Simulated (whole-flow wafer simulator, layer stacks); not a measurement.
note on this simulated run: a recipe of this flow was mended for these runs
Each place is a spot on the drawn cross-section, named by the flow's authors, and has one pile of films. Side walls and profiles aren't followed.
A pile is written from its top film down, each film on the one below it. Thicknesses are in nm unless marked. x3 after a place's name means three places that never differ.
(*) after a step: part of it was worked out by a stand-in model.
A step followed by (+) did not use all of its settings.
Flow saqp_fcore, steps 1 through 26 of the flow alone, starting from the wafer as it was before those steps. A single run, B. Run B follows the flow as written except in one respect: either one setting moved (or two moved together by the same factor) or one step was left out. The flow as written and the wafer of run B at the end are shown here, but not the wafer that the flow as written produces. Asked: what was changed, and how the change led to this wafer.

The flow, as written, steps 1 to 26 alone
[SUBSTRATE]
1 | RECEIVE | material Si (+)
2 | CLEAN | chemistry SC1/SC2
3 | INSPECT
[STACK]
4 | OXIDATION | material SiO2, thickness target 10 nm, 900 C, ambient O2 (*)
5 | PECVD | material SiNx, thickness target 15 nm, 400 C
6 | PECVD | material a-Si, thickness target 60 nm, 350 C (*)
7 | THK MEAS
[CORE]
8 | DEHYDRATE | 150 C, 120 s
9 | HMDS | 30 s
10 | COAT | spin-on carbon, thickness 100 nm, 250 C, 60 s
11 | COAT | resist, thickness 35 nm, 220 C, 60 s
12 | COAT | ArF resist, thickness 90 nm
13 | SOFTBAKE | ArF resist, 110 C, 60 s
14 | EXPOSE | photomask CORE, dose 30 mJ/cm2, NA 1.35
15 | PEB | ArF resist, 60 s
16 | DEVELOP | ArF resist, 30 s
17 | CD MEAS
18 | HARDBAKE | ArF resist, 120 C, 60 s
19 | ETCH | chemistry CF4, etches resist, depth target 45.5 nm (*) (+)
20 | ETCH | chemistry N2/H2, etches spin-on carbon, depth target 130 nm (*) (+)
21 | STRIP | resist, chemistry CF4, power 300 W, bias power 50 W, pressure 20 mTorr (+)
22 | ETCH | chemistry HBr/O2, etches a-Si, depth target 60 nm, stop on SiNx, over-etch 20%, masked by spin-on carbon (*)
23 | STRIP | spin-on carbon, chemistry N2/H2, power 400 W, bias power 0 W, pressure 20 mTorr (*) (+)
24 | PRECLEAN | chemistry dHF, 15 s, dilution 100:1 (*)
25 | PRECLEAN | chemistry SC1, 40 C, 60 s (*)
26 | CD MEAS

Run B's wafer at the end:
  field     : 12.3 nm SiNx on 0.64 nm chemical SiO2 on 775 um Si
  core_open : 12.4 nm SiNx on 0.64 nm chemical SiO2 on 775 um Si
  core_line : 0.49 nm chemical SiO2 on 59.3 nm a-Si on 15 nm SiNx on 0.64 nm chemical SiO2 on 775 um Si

Cause: step 4, OXIDATION: material SiO2, thickness target 10 nm, 900 C, ambient O2 (*), was not run.

The path from the change to this, step by step:
  (no step that both runs have acts differently)
